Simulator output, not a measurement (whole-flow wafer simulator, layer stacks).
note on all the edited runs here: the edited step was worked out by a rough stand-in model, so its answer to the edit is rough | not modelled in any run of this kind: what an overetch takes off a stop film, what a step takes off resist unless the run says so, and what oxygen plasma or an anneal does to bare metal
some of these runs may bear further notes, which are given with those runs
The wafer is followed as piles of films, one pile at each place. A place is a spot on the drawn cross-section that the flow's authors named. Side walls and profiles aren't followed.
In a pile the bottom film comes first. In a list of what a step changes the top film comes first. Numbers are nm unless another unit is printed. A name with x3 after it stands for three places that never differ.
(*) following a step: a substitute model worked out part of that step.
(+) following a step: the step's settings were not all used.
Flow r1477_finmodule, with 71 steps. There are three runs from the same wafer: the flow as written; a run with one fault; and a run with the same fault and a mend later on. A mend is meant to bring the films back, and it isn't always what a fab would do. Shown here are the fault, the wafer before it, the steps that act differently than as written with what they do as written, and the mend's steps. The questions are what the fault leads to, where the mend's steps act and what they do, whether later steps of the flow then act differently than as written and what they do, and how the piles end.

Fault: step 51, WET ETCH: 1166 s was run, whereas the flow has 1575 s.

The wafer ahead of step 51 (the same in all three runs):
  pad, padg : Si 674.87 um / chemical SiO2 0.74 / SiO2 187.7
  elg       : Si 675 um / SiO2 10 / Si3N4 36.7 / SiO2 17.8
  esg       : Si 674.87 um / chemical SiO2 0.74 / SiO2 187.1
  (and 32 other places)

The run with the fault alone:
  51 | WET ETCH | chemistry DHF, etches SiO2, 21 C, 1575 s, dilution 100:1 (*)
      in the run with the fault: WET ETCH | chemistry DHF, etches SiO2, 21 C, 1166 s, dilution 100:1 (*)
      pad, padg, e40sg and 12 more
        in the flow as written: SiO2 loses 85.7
        in the run with the fault: SiO2 loses 63.4
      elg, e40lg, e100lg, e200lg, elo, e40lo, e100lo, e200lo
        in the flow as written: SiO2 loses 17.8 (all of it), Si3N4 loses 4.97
        in the run with the fault: SiO2 loses 17.8 (all of it), Si3N4 loses 3.3
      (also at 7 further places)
  Steps further on in the flow that do not act as written (not shown: 1 more step that differs only slightly, by at most 2% or 0.5 nm, whichever is larger):
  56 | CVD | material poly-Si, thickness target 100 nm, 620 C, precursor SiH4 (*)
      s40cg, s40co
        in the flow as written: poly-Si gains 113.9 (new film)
        in the run with the fault: poly-Si gains 100 (new film)
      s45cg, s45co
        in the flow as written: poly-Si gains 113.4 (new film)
        in the run with the fault: poly-Si gains 100 (new film)
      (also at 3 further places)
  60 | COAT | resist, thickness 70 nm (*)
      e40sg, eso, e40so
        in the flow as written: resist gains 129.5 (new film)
        in the run with the fault: resist gains 109.9 (new film)
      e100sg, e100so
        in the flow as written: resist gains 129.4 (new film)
        in the run with the fault: resist gains 109.9 (new film)
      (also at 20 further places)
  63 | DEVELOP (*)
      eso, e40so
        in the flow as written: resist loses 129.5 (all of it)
        in the run with the fault: resist loses 109.9 (all of it)
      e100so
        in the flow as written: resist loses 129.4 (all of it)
        in the run with the fault: resist loses 109.9 (all of it)
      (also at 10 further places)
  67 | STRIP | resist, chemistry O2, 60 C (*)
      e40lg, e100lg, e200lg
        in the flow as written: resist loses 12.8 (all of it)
        in the run with the fault: resist loses 13.8 (all of it)
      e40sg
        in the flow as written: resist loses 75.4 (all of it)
        in the run with the fault: resist loses 55.8 (all of it)
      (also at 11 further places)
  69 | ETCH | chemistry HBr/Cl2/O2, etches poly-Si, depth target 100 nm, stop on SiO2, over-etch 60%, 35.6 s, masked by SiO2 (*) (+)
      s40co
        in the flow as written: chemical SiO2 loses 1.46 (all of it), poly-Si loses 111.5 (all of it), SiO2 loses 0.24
        in the run with the fault: chemical SiO2 loses 1.35 (all of it), poly-Si loses 97.6 (all of it), SiO2 loses 0.42
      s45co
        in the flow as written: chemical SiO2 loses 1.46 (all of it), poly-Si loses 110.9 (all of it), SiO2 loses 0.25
        in the run with the fault: chemical SiO2 loses 1.35 (all of it), poly-Si loses 97.6 (all of it), SiO2 loses 0.42
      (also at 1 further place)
  At pad, padg, elg and 27 more, the piles at the end differ from the flow's by more than 2% or 0.5 nm, whichever is larger.
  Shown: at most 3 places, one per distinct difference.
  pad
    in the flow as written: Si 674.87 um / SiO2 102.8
    in the run with the fault: Si 674.87 um / SiO2 125
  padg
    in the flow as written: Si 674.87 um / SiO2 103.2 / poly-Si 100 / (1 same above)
    in the run with the fault: Si 674.87 um / SiO2 125.4 / poly-Si 100 / (1 same above)
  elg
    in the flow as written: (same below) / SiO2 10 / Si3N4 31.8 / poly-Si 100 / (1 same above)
    in the run with the fault: (same below) / SiO2 10 / Si3N4 33.4 / poly-Si 100 / (1 same above)

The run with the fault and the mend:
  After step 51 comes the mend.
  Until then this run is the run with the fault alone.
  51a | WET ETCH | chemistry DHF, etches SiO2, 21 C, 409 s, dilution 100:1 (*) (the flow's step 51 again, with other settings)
      pad, padg, e40sg and 12 more
        SiO2 loses 22.3
      elg, e40lg, e100lg, e200lg, elo, e40lo, e100lo, e200lo
        Si3N4 loses 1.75
      esg, s40cg, s45cg, s50cg, s40co, s45co, s50co
        SiO2 loses 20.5
  Every later step of the flow that is run acts as written, at every place that is followed, to within 2% or 0.5 nm, whichever is larger.
  At the end the piles are close to the flow's at the places that both follow, differing by at most 2% or 0.5 nm, whichever is larger.
